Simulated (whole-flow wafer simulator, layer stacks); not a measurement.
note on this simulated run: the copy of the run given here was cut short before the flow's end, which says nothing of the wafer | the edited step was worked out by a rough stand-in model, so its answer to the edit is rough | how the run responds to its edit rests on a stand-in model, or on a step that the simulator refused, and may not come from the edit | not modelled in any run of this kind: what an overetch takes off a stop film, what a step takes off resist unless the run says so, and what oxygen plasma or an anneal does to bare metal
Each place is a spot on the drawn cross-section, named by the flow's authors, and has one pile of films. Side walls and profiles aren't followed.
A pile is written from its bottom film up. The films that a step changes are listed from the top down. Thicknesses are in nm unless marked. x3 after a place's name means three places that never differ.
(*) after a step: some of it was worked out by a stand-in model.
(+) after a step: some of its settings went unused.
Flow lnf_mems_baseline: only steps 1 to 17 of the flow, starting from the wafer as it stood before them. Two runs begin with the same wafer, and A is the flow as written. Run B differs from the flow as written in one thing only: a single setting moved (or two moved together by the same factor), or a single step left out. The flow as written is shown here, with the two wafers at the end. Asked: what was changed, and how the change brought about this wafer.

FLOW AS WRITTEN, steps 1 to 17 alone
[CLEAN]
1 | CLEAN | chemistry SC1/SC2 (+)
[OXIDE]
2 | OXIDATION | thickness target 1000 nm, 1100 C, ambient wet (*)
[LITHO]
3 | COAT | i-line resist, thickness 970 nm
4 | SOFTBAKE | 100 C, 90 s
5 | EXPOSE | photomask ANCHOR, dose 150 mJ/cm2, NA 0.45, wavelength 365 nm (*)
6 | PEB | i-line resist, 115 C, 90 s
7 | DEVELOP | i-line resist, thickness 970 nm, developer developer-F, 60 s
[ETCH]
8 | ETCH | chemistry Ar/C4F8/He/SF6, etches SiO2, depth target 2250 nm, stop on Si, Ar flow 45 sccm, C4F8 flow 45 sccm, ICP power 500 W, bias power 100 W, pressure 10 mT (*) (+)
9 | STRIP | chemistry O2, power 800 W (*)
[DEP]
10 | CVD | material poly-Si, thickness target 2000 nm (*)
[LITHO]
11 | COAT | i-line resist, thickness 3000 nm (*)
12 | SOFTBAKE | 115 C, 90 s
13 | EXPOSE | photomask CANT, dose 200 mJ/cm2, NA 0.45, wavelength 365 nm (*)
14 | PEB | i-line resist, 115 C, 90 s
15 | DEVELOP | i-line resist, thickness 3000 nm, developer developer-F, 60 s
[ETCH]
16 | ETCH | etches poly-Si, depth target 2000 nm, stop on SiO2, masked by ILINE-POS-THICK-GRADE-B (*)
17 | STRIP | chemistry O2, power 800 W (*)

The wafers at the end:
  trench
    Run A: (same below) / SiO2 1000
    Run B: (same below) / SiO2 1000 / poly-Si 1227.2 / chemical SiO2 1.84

The reason: step 16, ETCH: depth target 772 nm was run, whereas the flow has depth target 2000 nm.

The path from the change to this, step by step:
  16 | ETCH | etches poly-Si, depth target 2000 nm, stop on SiO2, masked by ILINE-POS-THICK-GRADE-B (*)
      trench, char_slit: A poly-Si loses 2000 (all of it) | B poly-Si loses 772
      field, anchor, beam: A i-line resist loses 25 | B i-line resist loses 9.65
  17 | STRIP | chemistry O2, power 800 W (*)
      trench, char_slit: A nothing | B chemical SiO2 gains 1.84 (new film), poly-Si loses 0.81
